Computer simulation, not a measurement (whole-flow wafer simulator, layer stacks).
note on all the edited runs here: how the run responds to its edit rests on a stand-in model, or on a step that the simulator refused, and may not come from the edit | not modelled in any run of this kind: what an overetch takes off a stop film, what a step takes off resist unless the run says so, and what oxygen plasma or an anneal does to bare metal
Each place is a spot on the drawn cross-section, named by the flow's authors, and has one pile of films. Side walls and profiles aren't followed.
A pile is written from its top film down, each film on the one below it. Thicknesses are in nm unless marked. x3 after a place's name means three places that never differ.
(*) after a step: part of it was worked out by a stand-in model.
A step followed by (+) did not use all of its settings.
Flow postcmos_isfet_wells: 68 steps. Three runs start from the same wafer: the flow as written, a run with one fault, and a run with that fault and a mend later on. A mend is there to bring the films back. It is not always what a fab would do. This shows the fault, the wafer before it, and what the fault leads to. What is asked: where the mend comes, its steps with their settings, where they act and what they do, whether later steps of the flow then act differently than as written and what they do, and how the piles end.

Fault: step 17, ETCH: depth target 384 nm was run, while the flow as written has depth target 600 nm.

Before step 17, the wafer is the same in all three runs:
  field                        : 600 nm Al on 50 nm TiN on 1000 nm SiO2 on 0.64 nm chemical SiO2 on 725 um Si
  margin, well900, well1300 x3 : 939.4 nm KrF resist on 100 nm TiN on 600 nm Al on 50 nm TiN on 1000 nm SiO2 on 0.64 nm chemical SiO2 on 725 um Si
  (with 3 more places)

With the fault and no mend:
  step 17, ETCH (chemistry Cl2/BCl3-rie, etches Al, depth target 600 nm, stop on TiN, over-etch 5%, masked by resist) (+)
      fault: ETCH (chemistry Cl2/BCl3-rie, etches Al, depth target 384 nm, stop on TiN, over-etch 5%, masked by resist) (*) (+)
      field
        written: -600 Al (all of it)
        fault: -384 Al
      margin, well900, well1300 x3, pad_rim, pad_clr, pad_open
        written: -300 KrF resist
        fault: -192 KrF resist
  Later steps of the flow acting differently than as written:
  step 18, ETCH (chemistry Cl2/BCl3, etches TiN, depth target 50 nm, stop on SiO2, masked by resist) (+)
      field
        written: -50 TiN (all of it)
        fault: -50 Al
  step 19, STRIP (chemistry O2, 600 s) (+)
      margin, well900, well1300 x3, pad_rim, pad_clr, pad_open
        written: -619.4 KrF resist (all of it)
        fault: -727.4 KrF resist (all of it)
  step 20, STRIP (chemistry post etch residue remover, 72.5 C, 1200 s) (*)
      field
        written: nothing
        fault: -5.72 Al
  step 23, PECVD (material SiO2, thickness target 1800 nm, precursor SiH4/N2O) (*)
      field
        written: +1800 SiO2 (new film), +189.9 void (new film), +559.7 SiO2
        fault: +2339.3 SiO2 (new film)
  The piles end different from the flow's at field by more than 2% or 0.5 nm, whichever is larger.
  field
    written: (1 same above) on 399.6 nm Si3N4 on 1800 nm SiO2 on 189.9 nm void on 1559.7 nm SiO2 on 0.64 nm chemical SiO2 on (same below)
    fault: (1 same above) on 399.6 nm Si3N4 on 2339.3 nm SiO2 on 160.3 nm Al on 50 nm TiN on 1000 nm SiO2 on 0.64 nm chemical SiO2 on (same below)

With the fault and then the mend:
  The mend follows step 17.
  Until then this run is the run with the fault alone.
  step 17a, ETCH (chemistry Cl2/BCl3-rie, etches Al, depth target 216 nm, stop on TiN, over-etch 5%, masked by resist) (the flow's step 17 again, with other settings)
      margin, well900, well1300 x3, pad_rim, pad_clr, pad_open
        -108 KrF resist
      field
        -216 Al (all of it)
  Later steps of the flow that are run all act as written at every place that is followed.
  The piles end the same as the flow's at every place that both follow.
